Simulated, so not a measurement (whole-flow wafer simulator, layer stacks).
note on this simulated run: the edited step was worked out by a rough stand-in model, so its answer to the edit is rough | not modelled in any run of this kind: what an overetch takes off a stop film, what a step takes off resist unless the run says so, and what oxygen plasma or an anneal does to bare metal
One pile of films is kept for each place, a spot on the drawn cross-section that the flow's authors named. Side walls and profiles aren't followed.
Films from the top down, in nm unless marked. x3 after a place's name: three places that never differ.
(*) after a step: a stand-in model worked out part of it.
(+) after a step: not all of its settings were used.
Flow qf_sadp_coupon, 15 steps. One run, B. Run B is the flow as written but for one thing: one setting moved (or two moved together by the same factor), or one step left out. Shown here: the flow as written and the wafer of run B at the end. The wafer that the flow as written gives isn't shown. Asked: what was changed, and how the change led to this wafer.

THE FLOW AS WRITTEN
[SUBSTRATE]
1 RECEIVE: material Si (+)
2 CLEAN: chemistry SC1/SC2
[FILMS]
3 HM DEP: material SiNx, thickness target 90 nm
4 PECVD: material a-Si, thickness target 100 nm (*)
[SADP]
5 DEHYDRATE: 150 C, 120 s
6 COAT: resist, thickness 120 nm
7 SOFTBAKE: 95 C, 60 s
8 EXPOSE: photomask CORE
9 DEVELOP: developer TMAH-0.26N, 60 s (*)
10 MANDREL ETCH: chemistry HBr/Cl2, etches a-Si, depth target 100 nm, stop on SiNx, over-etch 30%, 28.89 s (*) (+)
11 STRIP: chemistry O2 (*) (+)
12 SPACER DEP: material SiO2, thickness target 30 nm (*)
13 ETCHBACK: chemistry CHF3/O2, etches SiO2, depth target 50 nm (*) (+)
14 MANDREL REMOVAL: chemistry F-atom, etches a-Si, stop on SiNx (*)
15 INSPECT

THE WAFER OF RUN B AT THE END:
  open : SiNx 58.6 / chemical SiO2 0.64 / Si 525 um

The cause: step 4, PECVD: thickness target 43.4 nm was run, where the flow has thickness target 100 nm.

How the change led to this, step by step:
  4 PECVD: material a-Si, thickness target 100 nm (*)
      m, open: a-Si +43.4 (new film) (as written it would be: a-Si +100 (new film))
  10 MANDREL ETCH: chemistry HBr/Cl2, etches a-Si, depth target 100 nm, stop on SiNx, over-etch 30%, 28.89 s (*) (+)
      open: a-Si -43.4 (all of it), SiNx -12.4 (as written it would be: a-Si -100 (all of it), SiNx -4.29)
  14 MANDREL REMOVAL: chemistry F-atom, etches a-Si, stop on SiNx (*)
      m: a-Si -39.2 (all of it) (as written it would be: a-Si -95.8 (all of it))
